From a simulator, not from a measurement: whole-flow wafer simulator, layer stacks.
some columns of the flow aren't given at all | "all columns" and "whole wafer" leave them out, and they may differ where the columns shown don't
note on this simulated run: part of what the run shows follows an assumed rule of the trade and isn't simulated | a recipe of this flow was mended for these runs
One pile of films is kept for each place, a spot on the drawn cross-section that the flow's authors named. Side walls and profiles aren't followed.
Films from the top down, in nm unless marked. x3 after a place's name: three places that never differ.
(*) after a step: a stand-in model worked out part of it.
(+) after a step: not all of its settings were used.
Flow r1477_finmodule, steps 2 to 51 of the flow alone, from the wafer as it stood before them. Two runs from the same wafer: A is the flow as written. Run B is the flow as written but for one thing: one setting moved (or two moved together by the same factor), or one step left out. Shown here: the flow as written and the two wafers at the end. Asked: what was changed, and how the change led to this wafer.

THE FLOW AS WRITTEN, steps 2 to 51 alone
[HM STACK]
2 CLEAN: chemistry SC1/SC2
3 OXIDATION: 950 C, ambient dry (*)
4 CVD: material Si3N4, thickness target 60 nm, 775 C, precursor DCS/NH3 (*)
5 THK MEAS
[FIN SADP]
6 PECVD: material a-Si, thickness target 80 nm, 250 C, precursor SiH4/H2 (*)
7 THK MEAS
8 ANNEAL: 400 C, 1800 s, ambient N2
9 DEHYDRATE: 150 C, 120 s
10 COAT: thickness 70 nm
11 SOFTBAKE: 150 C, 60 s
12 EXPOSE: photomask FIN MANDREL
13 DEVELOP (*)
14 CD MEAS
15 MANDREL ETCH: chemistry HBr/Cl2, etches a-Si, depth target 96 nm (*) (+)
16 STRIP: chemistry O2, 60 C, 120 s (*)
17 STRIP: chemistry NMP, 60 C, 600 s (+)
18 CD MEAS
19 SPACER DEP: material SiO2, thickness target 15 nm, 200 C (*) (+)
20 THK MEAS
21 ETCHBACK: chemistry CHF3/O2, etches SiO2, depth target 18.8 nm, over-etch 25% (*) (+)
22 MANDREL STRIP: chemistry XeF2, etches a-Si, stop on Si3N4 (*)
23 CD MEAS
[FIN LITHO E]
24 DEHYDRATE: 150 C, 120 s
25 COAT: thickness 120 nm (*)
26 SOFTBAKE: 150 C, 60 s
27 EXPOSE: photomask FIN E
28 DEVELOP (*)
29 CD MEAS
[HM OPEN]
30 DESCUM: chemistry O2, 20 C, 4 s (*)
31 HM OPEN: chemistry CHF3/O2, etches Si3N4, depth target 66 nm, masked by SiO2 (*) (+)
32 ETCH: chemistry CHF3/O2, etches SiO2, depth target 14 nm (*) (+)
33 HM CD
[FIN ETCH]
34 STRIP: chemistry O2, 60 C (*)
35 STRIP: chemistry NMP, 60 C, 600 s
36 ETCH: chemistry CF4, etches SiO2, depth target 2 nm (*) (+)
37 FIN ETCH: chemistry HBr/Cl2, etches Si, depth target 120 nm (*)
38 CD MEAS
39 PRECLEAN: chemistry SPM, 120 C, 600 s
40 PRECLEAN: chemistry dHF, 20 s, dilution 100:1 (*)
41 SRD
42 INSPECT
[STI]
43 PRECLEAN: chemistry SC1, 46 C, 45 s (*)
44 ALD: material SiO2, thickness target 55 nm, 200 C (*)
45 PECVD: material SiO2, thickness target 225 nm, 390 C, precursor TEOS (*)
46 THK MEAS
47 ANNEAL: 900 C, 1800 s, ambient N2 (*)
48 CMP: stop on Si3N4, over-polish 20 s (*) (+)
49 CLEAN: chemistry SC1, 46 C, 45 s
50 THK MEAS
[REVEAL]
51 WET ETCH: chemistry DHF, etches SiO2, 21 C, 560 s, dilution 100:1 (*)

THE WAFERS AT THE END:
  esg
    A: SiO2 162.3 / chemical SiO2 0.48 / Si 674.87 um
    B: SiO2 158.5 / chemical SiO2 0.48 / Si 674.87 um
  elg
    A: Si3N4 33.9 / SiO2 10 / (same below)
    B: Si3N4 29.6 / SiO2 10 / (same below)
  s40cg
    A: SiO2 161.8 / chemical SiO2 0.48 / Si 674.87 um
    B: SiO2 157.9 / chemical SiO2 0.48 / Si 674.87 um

The cause: step 4, CVD: thickness target 55.7 nm was run, where the flow has thickness target 60 nm.

How the change led to this, step by step:
  4 CVD: material Si3N4, thickness target 60 nm, 775 C, precursor DCS/NH3 (*)
      pad, padg, elg and 33 more: A Si3N4 +60 (new film) | B Si3N4 +55.7 (new film)
  31 HM OPEN: chemistry CHF3/O2, etches Si3N4, depth target 66 nm, masked by SiO2 (*) (+)
      pad, padg, esg and 13 more: A Si3N4 -54.1 (all of it), SiO2 -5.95 | B Si3N4 -49.8 (all of it), SiO2 -8.1
      s40cg, s45cg, s50cg, s40co, s45co, s50co: A Si3N4 -60 (all of it), SiO2 -3 | B Si3N4 -55.7 (all of it), SiO2 -5.15
  32 ETCH: chemistry CHF3/O2, etches SiO2, depth target 14 nm (*) (+)
      pad, padg, esg and 13 more: A SiO2 -4.05 (all of it), Si -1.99 | B SiO2 -1.9 (all of it), Si -2.42
      s40cg, s45cg, s50cg, s40co, s45co, s50co: A SiO2 -7 (all of it), Si -1.4 | B SiO2 -4.85 (all of it), Si -1.83
  48 CMP: stop on Si3N4, over-polish 20 s (*) (+)
      pad, padg: A SiO2 -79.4 | B SiO2 -83.3
